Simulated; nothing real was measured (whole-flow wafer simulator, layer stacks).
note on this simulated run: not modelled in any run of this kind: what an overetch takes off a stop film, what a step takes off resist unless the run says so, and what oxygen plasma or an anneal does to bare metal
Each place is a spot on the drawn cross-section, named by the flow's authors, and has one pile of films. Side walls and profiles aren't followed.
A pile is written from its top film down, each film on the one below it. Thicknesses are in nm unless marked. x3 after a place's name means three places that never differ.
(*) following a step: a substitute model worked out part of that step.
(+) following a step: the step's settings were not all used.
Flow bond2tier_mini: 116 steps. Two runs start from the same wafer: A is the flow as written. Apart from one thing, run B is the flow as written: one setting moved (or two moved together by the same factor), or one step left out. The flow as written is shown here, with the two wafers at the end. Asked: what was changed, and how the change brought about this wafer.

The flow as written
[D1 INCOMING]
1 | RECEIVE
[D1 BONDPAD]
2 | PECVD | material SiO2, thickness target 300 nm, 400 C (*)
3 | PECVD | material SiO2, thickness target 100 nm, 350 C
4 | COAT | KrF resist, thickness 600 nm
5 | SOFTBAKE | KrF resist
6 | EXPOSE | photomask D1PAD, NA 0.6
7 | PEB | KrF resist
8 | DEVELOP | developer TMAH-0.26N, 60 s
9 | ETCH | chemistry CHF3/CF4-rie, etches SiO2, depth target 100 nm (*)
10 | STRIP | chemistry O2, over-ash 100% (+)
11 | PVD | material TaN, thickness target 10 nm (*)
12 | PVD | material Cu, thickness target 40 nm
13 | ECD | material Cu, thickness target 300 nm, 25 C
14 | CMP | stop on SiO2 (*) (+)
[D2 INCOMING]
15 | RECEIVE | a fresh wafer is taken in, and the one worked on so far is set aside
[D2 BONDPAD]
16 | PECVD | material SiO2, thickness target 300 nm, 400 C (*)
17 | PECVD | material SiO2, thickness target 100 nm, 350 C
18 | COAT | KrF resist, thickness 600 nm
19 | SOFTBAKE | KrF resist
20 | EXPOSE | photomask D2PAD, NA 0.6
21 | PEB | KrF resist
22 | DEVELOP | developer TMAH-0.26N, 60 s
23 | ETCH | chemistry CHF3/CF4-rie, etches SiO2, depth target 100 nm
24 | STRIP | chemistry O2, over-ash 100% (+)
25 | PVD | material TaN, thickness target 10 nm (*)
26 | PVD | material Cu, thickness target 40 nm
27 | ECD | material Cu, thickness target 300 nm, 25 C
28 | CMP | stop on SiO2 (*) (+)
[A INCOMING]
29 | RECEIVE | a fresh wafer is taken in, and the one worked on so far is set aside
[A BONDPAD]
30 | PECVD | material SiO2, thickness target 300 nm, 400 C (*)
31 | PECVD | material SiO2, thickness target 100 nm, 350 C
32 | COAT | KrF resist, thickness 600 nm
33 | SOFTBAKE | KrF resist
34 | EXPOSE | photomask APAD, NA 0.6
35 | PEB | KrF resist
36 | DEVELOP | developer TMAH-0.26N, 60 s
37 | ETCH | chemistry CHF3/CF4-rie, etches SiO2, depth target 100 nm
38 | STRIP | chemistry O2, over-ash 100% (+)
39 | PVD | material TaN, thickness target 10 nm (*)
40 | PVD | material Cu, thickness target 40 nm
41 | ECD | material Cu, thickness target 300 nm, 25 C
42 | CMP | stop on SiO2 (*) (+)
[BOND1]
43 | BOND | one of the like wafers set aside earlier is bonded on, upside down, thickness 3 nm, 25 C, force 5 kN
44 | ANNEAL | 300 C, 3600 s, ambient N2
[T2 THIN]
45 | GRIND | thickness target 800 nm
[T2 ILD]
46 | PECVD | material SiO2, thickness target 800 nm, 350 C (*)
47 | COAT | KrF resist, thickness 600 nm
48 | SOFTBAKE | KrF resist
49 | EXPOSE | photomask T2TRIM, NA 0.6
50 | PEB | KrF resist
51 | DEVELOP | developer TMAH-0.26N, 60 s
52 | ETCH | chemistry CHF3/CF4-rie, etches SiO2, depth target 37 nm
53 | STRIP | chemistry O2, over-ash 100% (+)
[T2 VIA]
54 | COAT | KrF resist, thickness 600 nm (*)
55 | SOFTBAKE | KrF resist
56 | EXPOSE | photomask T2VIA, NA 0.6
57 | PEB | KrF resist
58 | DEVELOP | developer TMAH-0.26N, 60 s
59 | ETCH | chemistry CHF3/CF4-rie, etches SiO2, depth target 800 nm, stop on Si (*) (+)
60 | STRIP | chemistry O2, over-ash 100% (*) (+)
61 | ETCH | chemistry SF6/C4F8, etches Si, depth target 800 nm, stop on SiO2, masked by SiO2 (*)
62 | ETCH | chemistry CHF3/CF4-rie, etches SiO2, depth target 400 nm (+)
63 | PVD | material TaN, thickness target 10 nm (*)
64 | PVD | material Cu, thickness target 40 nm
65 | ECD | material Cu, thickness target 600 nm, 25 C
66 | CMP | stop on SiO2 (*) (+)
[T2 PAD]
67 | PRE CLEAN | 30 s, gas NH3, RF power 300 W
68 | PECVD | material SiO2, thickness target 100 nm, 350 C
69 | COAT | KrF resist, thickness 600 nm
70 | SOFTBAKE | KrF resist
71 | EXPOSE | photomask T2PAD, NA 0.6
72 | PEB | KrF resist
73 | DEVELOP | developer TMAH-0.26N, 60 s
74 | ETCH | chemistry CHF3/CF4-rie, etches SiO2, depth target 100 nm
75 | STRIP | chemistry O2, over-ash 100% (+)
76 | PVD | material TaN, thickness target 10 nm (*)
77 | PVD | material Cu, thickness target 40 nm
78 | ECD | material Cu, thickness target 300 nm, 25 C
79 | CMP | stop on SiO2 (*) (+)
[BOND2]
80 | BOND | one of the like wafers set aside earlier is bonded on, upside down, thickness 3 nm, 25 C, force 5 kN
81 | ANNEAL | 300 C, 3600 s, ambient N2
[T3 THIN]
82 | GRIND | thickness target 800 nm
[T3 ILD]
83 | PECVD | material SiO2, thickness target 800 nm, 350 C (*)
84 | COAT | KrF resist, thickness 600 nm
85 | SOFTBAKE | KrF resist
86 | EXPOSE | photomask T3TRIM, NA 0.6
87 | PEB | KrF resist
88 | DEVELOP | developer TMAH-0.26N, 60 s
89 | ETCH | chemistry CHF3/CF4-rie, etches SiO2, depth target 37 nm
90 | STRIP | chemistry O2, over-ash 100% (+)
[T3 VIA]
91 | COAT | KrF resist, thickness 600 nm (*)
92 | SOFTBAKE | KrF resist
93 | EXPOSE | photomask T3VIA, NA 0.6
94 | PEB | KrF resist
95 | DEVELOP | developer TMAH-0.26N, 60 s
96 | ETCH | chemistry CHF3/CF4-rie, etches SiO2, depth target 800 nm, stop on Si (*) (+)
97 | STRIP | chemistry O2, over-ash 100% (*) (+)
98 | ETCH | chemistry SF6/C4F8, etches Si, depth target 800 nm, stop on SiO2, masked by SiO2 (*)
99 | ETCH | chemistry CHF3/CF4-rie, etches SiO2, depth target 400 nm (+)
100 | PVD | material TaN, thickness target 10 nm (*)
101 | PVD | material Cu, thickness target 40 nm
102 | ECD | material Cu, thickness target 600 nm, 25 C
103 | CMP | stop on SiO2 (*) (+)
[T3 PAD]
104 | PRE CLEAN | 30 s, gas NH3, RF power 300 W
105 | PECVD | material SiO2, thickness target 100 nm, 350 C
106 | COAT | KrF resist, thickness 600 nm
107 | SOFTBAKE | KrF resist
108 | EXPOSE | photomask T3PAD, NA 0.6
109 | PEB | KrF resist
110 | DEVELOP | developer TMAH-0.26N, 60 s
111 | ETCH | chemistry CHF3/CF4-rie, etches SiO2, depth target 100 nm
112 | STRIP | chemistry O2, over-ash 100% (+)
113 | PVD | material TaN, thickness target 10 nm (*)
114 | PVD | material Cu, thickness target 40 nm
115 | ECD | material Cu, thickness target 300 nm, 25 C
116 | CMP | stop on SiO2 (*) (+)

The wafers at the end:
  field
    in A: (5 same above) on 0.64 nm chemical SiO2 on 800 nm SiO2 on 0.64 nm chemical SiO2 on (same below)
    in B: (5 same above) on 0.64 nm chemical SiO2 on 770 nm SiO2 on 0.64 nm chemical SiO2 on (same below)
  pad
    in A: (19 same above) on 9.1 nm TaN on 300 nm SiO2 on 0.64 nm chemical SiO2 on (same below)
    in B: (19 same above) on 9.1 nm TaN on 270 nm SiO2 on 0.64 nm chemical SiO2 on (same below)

The reason: step 31, PECVD: thickness target 70 nm was run, while the flow as written has thickness target 100 nm.

How this came from the change, step by step:
  31 | PECVD | material SiO2, thickness target 100 nm, 350 C
      field, pad, via: A +100 SiO2 | B +70 SiO2
